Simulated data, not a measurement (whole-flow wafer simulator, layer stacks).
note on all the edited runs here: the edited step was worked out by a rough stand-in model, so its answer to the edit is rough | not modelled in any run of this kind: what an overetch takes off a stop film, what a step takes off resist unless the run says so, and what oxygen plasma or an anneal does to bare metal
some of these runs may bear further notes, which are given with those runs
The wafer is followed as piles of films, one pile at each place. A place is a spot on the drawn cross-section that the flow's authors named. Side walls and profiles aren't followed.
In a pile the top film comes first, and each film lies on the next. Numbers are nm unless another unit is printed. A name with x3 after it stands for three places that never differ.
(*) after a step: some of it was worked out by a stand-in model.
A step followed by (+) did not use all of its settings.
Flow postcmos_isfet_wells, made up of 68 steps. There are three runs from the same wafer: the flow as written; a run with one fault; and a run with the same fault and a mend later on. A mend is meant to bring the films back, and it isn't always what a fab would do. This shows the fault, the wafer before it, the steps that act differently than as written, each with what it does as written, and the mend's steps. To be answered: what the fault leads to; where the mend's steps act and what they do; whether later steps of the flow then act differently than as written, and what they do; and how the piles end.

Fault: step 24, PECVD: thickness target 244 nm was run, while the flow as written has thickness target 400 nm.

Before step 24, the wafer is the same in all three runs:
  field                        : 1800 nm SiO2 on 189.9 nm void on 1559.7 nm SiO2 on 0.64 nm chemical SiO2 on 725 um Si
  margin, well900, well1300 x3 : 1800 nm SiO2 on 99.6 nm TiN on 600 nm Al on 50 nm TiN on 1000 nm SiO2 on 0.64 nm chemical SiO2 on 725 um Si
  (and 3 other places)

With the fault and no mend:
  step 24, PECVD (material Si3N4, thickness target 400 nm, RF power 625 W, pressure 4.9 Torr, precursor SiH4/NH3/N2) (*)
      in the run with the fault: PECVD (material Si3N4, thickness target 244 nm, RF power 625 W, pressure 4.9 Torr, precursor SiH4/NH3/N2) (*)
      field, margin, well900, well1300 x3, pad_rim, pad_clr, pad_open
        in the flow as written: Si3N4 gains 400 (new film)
        in the run with the fault: Si3N4 gains 244 (new film)
  Later steps of the flow acting differently than as written (4 other steps are not shown; they differ only slightly, by no more than 2% or 0.5 nm, whichever is larger):
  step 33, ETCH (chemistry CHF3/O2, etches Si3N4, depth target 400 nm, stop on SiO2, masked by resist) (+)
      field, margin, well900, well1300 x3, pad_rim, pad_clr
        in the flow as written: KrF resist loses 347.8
        in the run with the fault: KrF resist loses 318.3
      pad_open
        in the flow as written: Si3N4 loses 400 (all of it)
        in the run with the fault: Si3N4 loses 244 (all of it)
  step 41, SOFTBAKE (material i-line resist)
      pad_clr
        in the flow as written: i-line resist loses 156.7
        in the run with the fault: i-line resist loses 141.1
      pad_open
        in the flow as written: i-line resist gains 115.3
        in the run with the fault: i-line resist gains 108.4
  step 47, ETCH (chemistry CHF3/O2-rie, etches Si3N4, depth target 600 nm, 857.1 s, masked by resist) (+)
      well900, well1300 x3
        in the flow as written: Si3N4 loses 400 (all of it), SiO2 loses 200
        in the run with the fault: Si3N4 loses 244 (all of it), SiO2 loses 356
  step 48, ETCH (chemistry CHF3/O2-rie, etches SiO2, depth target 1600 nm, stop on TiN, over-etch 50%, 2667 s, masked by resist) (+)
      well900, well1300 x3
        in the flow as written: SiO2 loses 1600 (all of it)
        in the run with the fault: SiO2 loses 1444 (all of it)
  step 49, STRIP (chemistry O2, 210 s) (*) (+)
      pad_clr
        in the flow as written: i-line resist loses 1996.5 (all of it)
        in the run with the fault: i-line resist loses 2060.7 (all of it)
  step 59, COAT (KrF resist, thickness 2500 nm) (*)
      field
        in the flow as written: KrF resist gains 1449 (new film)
        in the run with the fault: KrF resist gains 1523.5 (new film)
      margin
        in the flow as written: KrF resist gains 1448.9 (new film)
        in the run with the fault: KrF resist gains 1523.4 (new film)
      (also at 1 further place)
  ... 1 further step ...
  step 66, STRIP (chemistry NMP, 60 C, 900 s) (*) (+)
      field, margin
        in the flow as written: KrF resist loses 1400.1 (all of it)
        in the run with the fault: KrF resist loses 1474.1 (all of it)
  By the end, the piles at field, margin, pad_rim, pad_clr depart from the flow's by more than 2% or 0.5 nm, whichever is larger.
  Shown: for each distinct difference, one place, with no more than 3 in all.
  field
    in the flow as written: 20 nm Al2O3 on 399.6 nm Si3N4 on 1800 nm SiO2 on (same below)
    in the run with the fault: 20 nm Al2O3 on 243.6 nm Si3N4 on 1800 nm SiO2 on (same below)
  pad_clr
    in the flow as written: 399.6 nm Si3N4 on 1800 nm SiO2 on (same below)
    in the run with the fault: 243.6 nm Si3N4 on 1800 nm SiO2 on (same below)

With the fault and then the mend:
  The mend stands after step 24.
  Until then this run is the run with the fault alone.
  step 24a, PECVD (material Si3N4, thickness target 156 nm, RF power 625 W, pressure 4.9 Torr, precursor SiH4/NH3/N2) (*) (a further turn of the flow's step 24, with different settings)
      field, margin, well900, well1300 x3, pad_rim, pad_clr, pad_open
        Si3N4 gains 156
  Later steps of the flow that are run all act as written at every place that is followed.
  At every place that both follow, the piles at the end match the flow's.
